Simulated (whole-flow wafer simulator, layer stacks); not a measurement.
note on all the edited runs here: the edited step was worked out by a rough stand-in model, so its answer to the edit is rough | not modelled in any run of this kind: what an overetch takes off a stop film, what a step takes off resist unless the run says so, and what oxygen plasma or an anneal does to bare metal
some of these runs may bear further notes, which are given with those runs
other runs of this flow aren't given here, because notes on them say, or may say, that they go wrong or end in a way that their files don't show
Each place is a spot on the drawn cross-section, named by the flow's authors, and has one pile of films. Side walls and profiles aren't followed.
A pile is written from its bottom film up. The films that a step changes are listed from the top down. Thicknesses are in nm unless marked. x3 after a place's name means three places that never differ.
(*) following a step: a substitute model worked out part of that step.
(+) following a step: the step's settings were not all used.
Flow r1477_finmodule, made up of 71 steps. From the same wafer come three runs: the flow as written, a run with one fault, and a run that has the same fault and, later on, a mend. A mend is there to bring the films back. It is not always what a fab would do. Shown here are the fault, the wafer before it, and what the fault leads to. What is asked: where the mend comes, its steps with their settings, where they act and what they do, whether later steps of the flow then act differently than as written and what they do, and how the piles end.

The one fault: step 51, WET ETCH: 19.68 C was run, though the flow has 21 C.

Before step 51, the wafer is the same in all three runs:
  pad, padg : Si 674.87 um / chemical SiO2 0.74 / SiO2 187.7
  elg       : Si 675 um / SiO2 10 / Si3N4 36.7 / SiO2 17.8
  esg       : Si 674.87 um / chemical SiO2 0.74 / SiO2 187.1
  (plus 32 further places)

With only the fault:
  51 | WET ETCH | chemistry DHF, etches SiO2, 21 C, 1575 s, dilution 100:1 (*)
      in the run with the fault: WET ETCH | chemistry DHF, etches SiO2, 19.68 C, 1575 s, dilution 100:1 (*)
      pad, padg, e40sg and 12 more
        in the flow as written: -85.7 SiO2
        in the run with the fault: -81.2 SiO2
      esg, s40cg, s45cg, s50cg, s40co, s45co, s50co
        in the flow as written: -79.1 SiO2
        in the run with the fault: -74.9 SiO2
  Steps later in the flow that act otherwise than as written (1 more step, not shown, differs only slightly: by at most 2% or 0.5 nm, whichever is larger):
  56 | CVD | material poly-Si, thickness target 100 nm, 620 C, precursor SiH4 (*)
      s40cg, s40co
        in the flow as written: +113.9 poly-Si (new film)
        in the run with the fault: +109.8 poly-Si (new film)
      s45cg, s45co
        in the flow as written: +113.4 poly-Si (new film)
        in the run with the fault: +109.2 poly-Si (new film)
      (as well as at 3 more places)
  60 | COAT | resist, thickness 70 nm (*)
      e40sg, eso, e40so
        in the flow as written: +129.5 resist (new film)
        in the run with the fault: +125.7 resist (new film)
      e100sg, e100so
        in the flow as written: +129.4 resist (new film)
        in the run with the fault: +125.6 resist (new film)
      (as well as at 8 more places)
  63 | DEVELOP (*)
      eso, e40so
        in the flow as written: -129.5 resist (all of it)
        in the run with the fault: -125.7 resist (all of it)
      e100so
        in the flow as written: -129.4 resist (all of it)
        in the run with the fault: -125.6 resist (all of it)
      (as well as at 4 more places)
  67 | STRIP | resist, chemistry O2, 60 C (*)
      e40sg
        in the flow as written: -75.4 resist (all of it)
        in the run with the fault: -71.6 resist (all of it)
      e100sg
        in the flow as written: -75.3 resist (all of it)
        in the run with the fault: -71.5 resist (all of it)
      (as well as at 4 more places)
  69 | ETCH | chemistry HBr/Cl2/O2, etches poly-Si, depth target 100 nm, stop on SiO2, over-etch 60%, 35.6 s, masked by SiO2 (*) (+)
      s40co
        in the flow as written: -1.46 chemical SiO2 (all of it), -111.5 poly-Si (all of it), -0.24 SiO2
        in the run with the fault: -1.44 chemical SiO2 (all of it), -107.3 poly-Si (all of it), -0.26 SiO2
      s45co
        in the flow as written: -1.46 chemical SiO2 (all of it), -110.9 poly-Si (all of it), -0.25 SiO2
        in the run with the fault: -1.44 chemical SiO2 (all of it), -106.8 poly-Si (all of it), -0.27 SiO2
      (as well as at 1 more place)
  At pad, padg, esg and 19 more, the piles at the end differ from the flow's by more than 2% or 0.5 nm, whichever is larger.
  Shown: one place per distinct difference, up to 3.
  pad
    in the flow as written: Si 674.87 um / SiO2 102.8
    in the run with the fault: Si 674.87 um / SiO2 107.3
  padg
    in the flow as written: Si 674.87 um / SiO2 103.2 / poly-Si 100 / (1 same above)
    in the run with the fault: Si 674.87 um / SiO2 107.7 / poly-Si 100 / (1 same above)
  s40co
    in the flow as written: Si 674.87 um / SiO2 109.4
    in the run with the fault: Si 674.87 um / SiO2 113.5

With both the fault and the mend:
  After step 51 comes the mend.
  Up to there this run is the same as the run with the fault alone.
  51a | WET ETCH | chemistry DHF, etches SiO2, 21 C, 81.38 s, dilution 100:1 (*) (the flow's step 51 again, with other settings)
      pad, padg, e40sg and 12 more
        -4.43 SiO2
      elg, e40lg, e100lg, e200lg, elo, e40lo, e100lo, e200lo
        -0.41 Si3N4
      esg, s40cg, s45cg, s50cg, s40co, s45co, s50co
        -4.09 SiO2
  Every later step of the flow that is run acts as written, at every place that is followed, to within 2% or 0.5 nm, whichever is larger.
  When the end is reached, the piles differ only a little from the flow's at the places that both follow, at most by 2% or 0.5 nm, whichever is larger.
